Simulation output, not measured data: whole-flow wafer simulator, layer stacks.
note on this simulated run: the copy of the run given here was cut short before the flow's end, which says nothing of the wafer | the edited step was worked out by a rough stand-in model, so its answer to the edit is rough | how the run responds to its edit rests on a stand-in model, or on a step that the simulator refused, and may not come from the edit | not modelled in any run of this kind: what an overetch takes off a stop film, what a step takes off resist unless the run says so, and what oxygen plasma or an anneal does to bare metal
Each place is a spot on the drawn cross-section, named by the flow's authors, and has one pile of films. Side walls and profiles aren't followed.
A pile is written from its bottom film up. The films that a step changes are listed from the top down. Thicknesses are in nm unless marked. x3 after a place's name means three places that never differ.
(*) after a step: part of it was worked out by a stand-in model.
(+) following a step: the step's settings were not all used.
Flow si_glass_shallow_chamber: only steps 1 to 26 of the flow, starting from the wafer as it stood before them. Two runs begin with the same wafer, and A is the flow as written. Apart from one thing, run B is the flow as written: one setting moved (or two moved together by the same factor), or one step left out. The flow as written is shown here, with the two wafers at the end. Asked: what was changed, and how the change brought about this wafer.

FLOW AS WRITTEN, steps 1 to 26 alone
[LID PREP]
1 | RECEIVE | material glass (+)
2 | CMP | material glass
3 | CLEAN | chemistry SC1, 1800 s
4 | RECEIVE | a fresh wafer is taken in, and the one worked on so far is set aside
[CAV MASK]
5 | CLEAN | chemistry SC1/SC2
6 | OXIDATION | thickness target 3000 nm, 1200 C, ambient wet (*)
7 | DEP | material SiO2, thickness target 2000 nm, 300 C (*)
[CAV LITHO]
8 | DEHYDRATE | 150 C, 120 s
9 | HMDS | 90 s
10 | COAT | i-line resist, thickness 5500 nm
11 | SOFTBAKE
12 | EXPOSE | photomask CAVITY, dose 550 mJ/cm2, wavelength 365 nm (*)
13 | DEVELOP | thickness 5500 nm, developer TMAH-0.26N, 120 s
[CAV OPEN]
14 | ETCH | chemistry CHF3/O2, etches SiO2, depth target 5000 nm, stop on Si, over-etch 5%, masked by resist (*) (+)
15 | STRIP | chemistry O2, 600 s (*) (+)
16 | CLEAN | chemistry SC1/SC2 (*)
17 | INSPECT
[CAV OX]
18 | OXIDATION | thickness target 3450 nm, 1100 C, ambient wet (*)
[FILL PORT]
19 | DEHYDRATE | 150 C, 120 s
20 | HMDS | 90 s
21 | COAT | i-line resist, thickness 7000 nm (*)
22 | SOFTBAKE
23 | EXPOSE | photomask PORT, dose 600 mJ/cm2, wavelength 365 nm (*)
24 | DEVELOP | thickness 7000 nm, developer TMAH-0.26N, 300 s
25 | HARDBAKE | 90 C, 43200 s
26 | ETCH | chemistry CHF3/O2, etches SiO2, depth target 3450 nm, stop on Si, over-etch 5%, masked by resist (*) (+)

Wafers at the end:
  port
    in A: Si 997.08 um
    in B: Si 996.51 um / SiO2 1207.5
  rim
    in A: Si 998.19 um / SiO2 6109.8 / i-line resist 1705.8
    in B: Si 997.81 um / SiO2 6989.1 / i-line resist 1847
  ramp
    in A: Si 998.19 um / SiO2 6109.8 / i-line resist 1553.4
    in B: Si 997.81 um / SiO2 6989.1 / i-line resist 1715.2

Cause: step 18, OXIDATION: thickness target 4830 nm was run, whereas the flow has thickness target 3450 nm.

Step by step, how the change led to this:
  18 | OXIDATION | thickness target 3450 nm, 1100 C, ambient wet (*)
      rim, ramp, septum, ring: A +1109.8 SiO2, -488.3 Si | B +1989.1 SiO2, -875.2 Si
      cav, port: A +3450 SiO2 (new film), -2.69 chemical SiO2 (all of it), -1516.8 Si | B +4830 SiO2 (new film), -2.69 chemical SiO2 (all of it), -2124 Si
  21 | COAT | i-line resist, thickness 7000 nm (*)
      ramp: A +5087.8 i-line resist (new film) | B +5221.6 i-line resist (new film)
  22 | SOFTBAKE
      rim: A -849 i-line resist | B -799.3 i-line resist
      ramp: A -434.5 i-line resist | B -400.7 i-line resist
      (as well as at 4 more places)
  25 | HARDBAKE | 90 C, 43200 s
      rim: A -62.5 i-line resist | B -67.7 i-line resist
      ramp: A -57.1 i-line resist | B -62.8 i-line resist
  26 | ETCH | chemistry CHF3/O2, etches SiO2, depth target 3450 nm, stop on Si, over-etch 5%, masked by resist (*) (+)
      port: A -3450 SiO2 (all of it), -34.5 Si | B -3622.5 SiO2
